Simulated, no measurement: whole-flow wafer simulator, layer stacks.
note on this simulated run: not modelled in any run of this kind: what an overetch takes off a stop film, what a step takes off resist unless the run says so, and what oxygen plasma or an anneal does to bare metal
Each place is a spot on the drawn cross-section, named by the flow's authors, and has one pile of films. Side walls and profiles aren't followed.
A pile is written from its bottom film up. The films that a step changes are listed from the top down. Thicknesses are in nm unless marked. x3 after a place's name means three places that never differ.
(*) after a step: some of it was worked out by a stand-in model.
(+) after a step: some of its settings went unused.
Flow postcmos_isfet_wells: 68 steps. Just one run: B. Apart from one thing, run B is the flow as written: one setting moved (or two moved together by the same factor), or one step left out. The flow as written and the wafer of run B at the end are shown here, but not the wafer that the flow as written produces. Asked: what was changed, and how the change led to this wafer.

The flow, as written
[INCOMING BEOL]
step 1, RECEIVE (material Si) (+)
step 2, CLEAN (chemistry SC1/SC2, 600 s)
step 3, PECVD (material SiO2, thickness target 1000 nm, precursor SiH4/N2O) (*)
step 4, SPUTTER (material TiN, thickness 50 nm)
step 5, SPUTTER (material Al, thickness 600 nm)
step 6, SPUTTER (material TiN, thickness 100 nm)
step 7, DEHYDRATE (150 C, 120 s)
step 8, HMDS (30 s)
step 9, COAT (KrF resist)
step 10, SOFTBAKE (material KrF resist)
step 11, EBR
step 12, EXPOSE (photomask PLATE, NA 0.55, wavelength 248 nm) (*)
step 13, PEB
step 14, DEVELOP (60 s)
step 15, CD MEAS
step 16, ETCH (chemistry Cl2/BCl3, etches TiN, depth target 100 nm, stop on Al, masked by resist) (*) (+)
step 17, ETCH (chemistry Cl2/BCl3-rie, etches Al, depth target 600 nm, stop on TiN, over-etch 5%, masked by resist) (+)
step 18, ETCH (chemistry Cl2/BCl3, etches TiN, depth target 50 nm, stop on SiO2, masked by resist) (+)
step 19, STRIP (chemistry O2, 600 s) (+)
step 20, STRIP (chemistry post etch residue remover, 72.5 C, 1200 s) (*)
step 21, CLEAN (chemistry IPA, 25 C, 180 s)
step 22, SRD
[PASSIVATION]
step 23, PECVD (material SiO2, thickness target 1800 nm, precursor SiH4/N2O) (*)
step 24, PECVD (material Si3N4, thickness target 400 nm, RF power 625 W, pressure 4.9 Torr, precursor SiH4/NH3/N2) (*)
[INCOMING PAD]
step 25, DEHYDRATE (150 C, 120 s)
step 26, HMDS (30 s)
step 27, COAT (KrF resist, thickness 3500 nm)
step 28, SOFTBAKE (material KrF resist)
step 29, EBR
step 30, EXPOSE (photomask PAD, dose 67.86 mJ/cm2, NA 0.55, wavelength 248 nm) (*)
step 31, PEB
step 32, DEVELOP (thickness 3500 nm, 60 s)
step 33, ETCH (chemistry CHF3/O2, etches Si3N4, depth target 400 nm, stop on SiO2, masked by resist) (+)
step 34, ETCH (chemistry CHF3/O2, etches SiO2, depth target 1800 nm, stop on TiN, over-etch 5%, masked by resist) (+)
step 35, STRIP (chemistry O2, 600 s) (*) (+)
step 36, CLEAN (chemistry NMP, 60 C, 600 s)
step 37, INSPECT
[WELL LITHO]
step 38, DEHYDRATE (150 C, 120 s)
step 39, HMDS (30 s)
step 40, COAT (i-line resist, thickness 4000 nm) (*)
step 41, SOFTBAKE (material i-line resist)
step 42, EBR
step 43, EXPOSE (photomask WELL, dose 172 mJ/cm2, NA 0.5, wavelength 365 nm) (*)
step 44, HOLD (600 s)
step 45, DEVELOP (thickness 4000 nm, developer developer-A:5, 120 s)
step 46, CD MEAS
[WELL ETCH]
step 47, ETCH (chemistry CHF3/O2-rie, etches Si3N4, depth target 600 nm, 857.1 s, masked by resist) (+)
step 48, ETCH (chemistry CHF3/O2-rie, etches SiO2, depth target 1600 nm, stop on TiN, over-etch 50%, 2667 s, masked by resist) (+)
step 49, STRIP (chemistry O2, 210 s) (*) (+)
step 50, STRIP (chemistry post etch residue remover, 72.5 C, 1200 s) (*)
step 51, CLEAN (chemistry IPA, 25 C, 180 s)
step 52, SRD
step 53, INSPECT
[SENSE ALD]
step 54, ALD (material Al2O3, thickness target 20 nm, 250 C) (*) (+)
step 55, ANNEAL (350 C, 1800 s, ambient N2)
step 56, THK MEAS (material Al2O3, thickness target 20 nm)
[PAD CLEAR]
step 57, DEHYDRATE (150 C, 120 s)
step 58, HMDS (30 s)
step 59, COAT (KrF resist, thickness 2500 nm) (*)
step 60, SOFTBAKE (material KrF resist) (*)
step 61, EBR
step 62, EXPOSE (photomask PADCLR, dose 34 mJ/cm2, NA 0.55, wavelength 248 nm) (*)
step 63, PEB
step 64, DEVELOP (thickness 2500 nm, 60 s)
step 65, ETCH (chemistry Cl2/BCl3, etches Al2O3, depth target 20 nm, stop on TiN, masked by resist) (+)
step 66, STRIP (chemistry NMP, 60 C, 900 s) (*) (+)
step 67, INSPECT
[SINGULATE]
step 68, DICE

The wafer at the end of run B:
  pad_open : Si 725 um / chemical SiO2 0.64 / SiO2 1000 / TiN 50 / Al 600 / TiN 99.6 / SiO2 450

Cause: step 34, ETCH: depth target 1350 nm was run, whereas the flow has depth target 1800 nm.

How this came from the change, step by step:
  step 34, ETCH (chemistry CHF3/O2, etches SiO2, depth target 1800 nm, stop on TiN, over-etch 5%, masked by resist) (+)
      pad_open: SiO2 loses 1350 (as written it would have been: SiO2 loses 1800 (all of it))
      field, margin, well900, well1300, well2000, well3000, pad_rim, pad_clr: KrF resist loses 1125 (as written it would have been: KrF resist loses 1500)
  step 35, STRIP (chemistry O2, 600 s) (*) (+)
      field, margin, well900, well1300, well2000, well3000, pad_rim, pad_clr: KrF resist loses 2013.4 (all of it) (as written it would have been: KrF resist loses 1638.4 (all of it))
  step 40, COAT (i-line resist, thickness 4000 nm) (*)
      pad_clr: i-line resist gains 3399 (new film) (as written it would have been: i-line resist gains 3256.8 (new film))
      pad_open: i-line resist gains 4642.6 (new film) (as written it would have been: i-line resist gains 4804.7 (new film))
  step 41, SOFTBAKE (material i-line resist)
      pad_clr: i-line resist loses 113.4 (as written it would have been: i-line resist loses 156.7)
      pad_open: i-line resist gains 94.7 (as written it would have been: i-line resist gains 115.3)
  step 49, STRIP (chemistry O2, 210 s) (*) (+)
      pad_clr: i-line resist loses 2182 (all of it) (as written it would have been: i-line resist loses 1996.5 (all of it))
      pad_open: i-line resist loses 3633.6 (all of it) (as written it would have been: i-line resist loses 3816.3 (all of it))
  step 59, COAT (KrF resist, thickness 2500 nm) (*)
      pad_rim: KrF resist gains 2079.1 (new film) (as written it would have been: KrF resist gains 1976.4 (new film))
      pad_clr: KrF resist gains 1844.1 (new film) (as written it would have been: KrF resist gains 1691.6 (new film))
      (as well as at 1 more place)
  step 60, SOFTBAKE (material KrF resist) (*)
      pad_clr: KrF resist loses 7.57 (as written it would have been: KrF resist loses 9.57)
  step 64, DEVELOP (thickness 2500 nm, 60 s)
      pad_clr: KrF resist loses 1836.5 (all of it) (as written it would have been: KrF resist loses 1682 (all of it))
      pad_open: KrF resist loses 2953.6 (all of it) (as written it would have been: KrF resist loses 3067.2 (all of it))
  step 66, STRIP (chemistry NMP, 60 C, 900 s) (*) (+)
      pad_rim: KrF resist loses 2040 (all of it) (as written it would have been: KrF resist loses 1937.7 (all of it))
